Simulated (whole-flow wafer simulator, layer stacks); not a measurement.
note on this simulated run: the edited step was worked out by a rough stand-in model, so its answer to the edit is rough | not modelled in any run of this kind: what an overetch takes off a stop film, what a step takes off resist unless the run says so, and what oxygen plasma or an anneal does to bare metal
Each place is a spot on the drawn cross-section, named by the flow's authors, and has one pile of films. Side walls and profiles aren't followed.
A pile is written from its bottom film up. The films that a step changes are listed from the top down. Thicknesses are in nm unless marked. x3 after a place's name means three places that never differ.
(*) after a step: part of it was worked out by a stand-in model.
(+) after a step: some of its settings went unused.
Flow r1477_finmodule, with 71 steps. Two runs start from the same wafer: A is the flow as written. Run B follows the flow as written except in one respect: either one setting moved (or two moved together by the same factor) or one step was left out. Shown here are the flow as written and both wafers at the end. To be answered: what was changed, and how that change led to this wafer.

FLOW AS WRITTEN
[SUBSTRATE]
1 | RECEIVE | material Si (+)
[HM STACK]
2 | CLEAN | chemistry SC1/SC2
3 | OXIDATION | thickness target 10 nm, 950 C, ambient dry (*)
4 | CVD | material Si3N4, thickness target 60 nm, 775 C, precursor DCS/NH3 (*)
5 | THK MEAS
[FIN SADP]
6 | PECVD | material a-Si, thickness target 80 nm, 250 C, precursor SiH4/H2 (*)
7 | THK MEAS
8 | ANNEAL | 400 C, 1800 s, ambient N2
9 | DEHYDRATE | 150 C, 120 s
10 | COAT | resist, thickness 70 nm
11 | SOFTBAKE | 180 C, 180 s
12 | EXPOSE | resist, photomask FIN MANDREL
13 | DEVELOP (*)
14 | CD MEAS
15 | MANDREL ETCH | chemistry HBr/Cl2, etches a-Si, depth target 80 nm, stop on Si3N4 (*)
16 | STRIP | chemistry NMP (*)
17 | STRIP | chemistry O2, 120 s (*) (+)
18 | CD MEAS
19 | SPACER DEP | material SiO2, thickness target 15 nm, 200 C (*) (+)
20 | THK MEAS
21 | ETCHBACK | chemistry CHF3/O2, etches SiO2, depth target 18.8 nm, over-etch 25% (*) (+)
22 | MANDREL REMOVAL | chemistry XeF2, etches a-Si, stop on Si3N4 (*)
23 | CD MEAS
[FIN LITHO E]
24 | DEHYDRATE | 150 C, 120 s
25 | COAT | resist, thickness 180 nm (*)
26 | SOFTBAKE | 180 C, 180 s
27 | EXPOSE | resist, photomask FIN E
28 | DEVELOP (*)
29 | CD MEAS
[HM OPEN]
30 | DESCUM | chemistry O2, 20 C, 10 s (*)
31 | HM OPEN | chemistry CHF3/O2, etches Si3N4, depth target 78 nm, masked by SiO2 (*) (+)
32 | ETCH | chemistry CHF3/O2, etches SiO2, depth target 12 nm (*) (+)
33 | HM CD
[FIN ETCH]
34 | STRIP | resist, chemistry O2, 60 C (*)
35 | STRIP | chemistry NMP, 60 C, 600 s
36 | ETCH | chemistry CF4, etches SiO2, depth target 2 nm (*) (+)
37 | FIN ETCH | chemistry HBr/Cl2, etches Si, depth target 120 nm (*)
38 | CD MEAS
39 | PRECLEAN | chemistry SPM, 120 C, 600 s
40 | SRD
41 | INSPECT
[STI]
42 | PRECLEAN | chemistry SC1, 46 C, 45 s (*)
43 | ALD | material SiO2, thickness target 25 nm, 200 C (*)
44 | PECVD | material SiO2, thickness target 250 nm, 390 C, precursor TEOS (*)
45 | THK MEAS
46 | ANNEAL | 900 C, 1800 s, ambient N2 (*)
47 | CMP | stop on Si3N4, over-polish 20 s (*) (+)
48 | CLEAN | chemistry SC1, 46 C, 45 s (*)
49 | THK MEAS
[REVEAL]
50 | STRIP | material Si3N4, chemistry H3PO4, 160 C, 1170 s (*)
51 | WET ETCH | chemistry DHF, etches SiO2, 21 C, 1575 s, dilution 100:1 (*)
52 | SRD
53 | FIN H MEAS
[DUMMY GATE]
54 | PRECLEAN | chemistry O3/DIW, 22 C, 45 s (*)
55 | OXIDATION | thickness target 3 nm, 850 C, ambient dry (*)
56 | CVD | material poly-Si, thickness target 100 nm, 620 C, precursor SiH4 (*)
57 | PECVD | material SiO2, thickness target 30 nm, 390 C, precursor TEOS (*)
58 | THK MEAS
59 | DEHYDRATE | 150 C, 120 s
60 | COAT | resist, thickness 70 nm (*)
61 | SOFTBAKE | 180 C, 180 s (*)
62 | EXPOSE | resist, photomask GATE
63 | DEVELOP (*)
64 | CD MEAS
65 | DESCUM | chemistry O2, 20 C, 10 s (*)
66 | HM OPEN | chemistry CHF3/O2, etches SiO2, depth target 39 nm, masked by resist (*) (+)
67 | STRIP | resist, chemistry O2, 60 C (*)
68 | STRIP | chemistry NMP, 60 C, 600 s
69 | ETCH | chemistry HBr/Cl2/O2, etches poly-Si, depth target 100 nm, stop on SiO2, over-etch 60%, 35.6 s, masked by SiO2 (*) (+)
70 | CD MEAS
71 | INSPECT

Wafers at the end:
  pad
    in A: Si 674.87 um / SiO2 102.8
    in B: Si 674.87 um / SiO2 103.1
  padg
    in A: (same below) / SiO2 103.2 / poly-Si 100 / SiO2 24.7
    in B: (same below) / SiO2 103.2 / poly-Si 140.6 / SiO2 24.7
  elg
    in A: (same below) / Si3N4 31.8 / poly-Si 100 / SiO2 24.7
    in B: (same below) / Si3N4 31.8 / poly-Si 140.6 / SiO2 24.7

The reason: step 56, CVD: thickness target 140.6 nm was run, whereas the flow has thickness target 100 nm.
One can read it off the wafer: padg has poly-Si 140.6, and step 56 as written asks for 100 nm.

How this came from the change, step by step:
  56 | CVD | material poly-Si, thickness target 100 nm, 620 C, precursor SiH4 (*)
      pad, padg, elg and 26 more: A poly-Si gains 100 (new film) | B poly-Si gains 140.6 (new film)
      s40cg, s40co: A poly-Si gains 113.9 (new film) | B poly-Si gains 155.1 (new film)
      (as well as at 5 more places)
  67 | STRIP | resist, chemistry O2, 60 C (*)
      s45cg: A resist loses 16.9 (all of it) | B resist loses 16.3 (all of it)
      s50cg: A resist loses 17.4 (all of it) | B resist loses 16.7 (all of it)
  69 | ETCH | chemistry HBr/Cl2/O2, etches poly-Si, depth target 100 nm, stop on SiO2, over-etch 60%, 35.6 s, masked by SiO2 (*) (+)
      elo, e40lo, e100lo, e200lo: A chemical SiO2 loses 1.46 (all of it), poly-Si loses 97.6 (all of it), Si3N4 loses 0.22 | B chemical SiO2 loses 1.46 (all of it), poly-Si loses 138.2 (all of it)
      s40co: A chemical SiO2 loses 1.46 (all of it), poly-Si loses 111.5 (all of it), SiO2 loses 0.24 | B chemical SiO2 loses 1.46 (all of it), poly-Si loses 152.7 (all of it)
      (as well as at 13 more places)
